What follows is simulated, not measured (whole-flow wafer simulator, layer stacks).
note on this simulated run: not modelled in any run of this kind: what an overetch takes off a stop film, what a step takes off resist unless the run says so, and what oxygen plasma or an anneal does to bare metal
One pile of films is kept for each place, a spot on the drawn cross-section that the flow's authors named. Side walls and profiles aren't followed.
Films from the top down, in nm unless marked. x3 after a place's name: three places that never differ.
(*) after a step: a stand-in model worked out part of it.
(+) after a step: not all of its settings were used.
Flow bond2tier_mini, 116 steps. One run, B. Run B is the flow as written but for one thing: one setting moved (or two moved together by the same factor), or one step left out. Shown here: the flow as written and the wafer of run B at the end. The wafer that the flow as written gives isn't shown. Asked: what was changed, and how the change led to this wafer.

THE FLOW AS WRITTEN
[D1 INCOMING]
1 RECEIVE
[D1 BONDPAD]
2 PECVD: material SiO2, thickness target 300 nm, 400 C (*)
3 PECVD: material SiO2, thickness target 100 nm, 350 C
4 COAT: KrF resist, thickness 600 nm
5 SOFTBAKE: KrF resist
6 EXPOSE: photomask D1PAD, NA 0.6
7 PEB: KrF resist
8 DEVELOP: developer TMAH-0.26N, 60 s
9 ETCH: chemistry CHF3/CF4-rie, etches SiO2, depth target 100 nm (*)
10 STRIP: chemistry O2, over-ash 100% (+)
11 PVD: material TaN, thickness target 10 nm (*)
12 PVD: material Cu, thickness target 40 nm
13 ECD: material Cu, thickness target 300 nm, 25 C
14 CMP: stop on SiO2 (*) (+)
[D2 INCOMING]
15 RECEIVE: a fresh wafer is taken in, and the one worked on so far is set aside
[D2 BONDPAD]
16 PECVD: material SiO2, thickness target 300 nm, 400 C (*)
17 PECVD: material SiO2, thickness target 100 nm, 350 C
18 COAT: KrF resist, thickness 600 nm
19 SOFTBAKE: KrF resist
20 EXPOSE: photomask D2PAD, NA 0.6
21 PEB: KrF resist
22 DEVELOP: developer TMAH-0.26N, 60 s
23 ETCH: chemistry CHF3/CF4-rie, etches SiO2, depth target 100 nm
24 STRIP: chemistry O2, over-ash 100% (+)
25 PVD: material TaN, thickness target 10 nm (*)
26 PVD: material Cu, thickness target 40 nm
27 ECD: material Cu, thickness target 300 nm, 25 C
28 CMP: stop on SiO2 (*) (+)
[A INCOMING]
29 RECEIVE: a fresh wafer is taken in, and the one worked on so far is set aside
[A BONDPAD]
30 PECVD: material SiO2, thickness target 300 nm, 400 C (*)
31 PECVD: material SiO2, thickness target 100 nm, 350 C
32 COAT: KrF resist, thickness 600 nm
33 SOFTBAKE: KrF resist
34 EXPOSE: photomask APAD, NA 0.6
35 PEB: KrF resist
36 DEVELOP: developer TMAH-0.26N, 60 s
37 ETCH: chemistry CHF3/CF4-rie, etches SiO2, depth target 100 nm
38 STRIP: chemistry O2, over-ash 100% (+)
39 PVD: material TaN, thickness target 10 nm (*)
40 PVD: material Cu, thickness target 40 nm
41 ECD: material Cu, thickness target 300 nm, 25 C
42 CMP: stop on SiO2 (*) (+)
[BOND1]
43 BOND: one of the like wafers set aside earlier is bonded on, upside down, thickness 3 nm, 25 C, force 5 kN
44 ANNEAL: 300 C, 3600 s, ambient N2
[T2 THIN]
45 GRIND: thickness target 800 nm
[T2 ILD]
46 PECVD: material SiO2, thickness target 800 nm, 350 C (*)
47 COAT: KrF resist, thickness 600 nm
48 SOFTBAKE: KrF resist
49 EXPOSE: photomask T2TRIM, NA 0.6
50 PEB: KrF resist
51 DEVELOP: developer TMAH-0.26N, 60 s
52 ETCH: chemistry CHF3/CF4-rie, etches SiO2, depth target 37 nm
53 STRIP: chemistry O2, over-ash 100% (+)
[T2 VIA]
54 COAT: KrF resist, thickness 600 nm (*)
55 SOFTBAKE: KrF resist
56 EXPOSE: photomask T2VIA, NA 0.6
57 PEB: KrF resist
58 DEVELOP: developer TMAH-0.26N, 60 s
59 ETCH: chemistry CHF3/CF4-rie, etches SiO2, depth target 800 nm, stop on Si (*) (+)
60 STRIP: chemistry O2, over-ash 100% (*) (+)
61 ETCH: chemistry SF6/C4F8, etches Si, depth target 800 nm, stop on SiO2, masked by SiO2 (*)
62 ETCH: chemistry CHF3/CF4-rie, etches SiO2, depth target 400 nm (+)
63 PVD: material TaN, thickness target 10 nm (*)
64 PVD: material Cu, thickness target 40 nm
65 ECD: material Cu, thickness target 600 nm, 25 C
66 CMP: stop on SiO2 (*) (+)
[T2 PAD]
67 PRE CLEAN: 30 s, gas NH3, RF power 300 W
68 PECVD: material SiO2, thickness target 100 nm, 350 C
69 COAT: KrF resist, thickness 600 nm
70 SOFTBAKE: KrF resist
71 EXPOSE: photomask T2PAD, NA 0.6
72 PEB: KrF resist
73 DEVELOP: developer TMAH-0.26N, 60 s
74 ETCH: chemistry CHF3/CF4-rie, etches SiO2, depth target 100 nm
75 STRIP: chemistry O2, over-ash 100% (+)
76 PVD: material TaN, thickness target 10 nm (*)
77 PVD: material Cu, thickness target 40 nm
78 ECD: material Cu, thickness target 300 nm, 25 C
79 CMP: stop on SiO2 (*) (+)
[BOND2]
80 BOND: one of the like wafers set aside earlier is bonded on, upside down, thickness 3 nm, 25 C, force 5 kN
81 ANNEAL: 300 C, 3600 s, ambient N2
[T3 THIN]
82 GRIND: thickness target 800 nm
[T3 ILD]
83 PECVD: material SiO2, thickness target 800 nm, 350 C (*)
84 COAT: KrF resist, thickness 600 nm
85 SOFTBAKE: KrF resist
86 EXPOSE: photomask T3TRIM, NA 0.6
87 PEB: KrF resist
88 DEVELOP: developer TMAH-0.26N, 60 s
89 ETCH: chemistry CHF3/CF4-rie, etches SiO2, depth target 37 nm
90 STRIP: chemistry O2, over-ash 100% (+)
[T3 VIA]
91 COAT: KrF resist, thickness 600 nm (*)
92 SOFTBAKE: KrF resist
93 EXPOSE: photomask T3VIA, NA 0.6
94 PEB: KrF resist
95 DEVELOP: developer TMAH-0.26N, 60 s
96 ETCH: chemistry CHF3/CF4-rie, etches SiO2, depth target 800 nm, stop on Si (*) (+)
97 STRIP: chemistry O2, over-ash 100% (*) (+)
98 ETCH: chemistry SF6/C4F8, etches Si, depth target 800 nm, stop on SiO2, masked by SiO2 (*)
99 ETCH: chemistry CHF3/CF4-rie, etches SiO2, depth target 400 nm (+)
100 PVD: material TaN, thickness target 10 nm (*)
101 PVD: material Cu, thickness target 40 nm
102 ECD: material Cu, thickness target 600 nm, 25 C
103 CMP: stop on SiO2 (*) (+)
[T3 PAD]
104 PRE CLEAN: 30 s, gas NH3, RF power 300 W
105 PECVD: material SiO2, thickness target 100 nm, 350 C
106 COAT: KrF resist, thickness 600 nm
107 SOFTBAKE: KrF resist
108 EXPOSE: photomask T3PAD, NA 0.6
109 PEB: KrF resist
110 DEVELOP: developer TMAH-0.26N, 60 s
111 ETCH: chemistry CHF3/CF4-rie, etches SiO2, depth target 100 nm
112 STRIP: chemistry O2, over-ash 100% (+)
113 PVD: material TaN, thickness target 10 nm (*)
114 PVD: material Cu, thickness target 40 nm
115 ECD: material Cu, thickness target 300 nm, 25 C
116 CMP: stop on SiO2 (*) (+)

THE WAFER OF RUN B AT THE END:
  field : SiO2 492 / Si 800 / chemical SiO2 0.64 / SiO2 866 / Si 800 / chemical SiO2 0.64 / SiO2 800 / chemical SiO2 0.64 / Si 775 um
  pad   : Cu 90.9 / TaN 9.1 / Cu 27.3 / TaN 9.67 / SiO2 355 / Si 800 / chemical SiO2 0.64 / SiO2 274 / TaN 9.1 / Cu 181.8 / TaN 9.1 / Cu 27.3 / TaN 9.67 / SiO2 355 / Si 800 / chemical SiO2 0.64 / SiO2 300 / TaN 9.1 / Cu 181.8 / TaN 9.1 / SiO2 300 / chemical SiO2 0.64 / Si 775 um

The cause: step 17, PECVD: thickness target 74 nm was run, where the flow has thickness target 100 nm.

How the change led to this, step by step:
  17 PECVD: material SiO2, thickness target 100 nm, 350 C
      field, pad, via: SiO2 +74 (as written it would be: SiO2 +100)
  80 BOND: one of the like wafers set aside earlier is bonded on, upside down, thickness 3 nm, 25 C, force 5 kN
      field: Si +775 um (new film), chemical SiO2 +0.64 (new film), SiO2 +374 (as written it would be: Si +775 um (new film), chemical SiO2 +0.64 (new film), SiO2 +400)
      pad: Si +775 um (new film), chemical SiO2 +0.64 (new film), SiO2 +274 (new film), TaN +9.1 (new film), Cu +90.9 (as written it would be: Si +775 um (new film), chemical SiO2 +0.64 (new film), SiO2 +300 (new film), TaN +9.1 (new film), Cu +90.9)
